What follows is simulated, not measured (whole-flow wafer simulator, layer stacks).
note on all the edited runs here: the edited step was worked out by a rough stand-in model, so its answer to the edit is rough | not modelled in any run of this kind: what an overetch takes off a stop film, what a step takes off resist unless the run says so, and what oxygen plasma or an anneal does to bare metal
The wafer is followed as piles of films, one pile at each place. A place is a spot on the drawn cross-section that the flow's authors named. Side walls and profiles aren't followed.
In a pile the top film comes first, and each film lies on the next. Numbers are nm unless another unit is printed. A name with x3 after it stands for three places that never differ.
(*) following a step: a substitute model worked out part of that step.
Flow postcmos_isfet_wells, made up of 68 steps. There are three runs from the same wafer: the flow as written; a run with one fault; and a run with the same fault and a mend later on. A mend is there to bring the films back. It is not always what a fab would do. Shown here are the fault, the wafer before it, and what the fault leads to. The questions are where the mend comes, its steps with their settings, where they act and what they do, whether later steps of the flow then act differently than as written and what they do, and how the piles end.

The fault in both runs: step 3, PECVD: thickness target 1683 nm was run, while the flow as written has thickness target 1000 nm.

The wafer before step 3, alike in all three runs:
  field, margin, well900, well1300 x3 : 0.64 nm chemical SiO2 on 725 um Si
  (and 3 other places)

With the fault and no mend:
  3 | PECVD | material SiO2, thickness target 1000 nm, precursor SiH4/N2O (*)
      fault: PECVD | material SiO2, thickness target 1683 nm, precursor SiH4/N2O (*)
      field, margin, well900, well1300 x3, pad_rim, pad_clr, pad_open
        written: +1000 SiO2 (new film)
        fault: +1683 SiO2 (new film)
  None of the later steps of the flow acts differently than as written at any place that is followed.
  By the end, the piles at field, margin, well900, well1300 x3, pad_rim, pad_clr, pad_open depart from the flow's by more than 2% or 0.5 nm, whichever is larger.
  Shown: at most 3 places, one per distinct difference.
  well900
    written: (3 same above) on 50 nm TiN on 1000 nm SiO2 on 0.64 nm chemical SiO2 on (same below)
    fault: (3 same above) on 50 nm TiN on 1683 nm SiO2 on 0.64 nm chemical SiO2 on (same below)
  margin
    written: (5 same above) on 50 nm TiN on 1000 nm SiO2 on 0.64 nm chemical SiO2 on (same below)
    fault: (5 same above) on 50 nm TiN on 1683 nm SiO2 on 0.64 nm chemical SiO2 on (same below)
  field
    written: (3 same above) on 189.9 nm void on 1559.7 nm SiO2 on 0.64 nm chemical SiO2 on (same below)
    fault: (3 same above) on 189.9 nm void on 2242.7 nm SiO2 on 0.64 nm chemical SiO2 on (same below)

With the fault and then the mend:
  After step 3 comes the mend.
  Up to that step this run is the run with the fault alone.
  3a | ETCH | chemistry boe, depth target 683 nm
      field, margin, well900, well1300 x3, pad_rim, pad_clr, pad_open
        -683 SiO2
  None of the later steps of the flow acts differently than as written at any place that is followed.
  At every place that both follow, the piles at the end match the flow's.
